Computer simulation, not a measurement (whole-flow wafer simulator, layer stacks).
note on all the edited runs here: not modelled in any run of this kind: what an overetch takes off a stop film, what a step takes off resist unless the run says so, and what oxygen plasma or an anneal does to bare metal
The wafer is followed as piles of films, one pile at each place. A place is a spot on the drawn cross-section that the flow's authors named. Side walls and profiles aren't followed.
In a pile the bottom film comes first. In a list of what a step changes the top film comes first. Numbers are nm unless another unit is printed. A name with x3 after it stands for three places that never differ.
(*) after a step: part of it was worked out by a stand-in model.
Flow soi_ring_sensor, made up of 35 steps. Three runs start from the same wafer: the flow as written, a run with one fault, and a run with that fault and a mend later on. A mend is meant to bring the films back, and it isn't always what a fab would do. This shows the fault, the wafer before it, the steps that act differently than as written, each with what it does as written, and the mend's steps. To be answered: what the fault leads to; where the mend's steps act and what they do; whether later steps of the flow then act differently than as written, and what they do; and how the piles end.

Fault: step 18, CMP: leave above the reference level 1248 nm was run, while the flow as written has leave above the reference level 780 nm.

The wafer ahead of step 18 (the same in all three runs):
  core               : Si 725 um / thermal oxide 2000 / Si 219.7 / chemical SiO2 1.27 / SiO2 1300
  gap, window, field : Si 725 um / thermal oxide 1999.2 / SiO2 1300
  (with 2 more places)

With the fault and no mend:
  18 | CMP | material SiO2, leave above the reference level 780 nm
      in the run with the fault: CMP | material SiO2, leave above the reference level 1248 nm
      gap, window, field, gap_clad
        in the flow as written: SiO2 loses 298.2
        in the run with the fault: nothing
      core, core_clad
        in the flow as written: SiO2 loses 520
        in the run with the fault: SiO2 loses 52
  Later steps of the flow acting differently than as written (1 more step, not shown, differs only slightly: by at most 2% or 0.5 nm, whichever is larger):
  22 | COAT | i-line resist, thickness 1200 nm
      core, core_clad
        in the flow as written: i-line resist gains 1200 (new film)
        in the run with the fault: i-line resist gains 1053.2 (new film)
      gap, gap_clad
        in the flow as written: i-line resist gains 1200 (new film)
        in the run with the fault: i-line resist gains 1224.6 (new film)
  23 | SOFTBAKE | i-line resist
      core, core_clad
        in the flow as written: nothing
        in the run with the fault: i-line resist loses 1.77
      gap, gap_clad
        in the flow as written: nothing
        in the run with the fault: i-line resist loses 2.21
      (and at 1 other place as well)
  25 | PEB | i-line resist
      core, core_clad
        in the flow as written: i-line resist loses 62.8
        in the run with the fault: i-line resist loses 54.7
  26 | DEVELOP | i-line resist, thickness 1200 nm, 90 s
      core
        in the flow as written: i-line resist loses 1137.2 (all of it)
        in the run with the fault: i-line resist loses 996.7 (all of it)
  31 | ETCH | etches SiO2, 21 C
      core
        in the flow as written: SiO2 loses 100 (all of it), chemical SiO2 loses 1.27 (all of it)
        in the run with the fault: SiO2 loses 462
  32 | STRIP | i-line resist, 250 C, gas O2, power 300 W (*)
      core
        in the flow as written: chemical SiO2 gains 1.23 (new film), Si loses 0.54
        in the run with the fault: nothing
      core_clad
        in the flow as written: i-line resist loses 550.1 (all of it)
        in the run with the fault: i-line resist loses 409.9 (all of it)
  The piles end different from the flow's at core, field, core_clad by more than 2% or 0.5 nm, whichever is larger.
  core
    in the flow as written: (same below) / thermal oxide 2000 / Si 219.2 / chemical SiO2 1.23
    in the run with the fault: (same below) / thermal oxide 2000 / Si 219.7 / chemical SiO2 1.27 / SiO2 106
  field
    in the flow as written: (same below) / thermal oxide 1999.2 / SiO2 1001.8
    in the run with the fault: (same below) / thermal oxide 1999.2 / SiO2 1300
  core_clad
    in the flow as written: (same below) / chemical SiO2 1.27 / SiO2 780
    in the run with the fault: (same below) / chemical SiO2 1.27 / SiO2 1248

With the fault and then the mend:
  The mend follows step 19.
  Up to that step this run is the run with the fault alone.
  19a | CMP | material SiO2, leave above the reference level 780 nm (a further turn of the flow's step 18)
      gap, window, field, gap_clad
        SiO2 loses 298.2
      core, core_clad
        SiO2 loses 468
  Later steps of the flow that are run all act as written at every place that is followed.
  At every place that both follow, the piles at the end match the flow's.
